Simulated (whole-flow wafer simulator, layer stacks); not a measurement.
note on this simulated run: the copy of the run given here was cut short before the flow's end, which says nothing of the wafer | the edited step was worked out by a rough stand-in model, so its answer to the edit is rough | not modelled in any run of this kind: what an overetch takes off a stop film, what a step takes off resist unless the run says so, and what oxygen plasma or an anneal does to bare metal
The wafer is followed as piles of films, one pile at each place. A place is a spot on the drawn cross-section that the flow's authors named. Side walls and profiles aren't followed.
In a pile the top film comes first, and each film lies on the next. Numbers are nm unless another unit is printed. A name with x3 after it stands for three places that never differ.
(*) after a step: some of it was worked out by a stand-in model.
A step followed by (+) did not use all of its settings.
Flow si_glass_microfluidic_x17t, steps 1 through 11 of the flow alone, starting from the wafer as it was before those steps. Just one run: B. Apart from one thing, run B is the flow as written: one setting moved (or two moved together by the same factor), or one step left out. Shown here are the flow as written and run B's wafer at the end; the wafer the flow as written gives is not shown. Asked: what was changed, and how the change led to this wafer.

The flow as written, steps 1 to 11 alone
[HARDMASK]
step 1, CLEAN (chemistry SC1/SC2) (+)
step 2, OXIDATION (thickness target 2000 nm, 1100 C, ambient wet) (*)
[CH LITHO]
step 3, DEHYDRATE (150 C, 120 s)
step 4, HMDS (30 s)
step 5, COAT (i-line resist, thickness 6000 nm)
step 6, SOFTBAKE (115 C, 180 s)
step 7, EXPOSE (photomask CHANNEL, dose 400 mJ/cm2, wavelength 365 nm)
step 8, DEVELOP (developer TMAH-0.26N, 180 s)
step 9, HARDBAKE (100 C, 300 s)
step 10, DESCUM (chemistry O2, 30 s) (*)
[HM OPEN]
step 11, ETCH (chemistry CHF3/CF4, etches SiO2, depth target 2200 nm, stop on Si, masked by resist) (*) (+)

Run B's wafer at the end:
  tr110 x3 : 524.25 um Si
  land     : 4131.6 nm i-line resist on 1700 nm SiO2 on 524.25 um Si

Cause: step 2, OXIDATION: thickness target 1700 nm was run, while the flow as written has thickness target 2000 nm.
The wafer itself shows it: land has SiO2 1700, and step 2 as written asks for 2000 nm.

The path from the change to this, step by step:
  step 2, OXIDATION (thickness target 2000 nm, 1100 C, ambient wet) (*)
      land, tr110 x3: +1700 SiO2 (new film), -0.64 chemical SiO2 (all of it), -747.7 Si (in the flow as written it would be: +2000 SiO2 (new film), -0.64 chemical SiO2 (all of it), -879.7 Si)
  step 11, ETCH (chemistry CHF3/CF4, etches SiO2, depth target 2200 nm, stop on Si, masked by resist) (*) (+)
      tr110 x3: -1700 SiO2 (all of it) (in the flow as written it would be: -2000 SiO2 (all of it))
